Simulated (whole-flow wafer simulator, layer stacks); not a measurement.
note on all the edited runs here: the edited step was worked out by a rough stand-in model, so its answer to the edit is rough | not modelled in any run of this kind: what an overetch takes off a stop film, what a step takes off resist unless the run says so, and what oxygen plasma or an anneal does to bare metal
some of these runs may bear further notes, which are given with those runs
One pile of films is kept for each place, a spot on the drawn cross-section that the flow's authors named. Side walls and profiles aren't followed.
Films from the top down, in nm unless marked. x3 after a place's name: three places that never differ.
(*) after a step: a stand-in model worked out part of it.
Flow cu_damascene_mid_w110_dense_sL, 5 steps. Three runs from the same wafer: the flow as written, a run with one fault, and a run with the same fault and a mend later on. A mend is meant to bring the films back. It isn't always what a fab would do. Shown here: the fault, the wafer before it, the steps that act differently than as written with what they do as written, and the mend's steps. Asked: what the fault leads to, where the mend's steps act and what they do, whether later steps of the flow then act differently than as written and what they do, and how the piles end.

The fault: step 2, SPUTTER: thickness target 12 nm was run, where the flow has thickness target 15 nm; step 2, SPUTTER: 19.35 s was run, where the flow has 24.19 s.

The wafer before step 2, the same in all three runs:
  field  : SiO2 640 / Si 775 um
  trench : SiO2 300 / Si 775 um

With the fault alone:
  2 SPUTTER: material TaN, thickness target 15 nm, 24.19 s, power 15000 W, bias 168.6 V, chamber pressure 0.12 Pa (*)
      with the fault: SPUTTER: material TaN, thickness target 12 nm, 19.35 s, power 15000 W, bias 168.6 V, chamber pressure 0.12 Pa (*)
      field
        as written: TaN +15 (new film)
        with the fault: TaN +12 (new film)
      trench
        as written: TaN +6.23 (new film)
        with the fault: TaN +4.98 (new film)
  No later step of the flow acts differently than as written, at any place that is followed, by more than 2% or 0.5 nm, whichever is larger.
  At the end the piles differ from the flow's by more than 2% or 0.5 nm, whichever is larger, at field, trench.
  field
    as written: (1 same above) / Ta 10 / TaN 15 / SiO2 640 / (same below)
    with the fault: (1 same above) / Ta 10 / TaN 12 / SiO2 640 / (same below)
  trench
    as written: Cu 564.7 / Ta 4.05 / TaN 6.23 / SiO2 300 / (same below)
    with the fault: Cu 562.9 / Ta 4.08 / TaN 4.98 / SiO2 300 / (same below)

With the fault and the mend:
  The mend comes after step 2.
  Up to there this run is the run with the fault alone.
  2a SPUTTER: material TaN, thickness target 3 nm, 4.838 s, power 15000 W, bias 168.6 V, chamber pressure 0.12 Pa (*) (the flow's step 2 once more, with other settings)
      field
        TaN +3
      trench
        TaN +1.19
  No later step of the flow acts differently than as written at any place that is followed.
  At the end the piles differ from the flow's only slightly at the places that both follow, by at most 2% or 0.5 nm, whichever is larger.
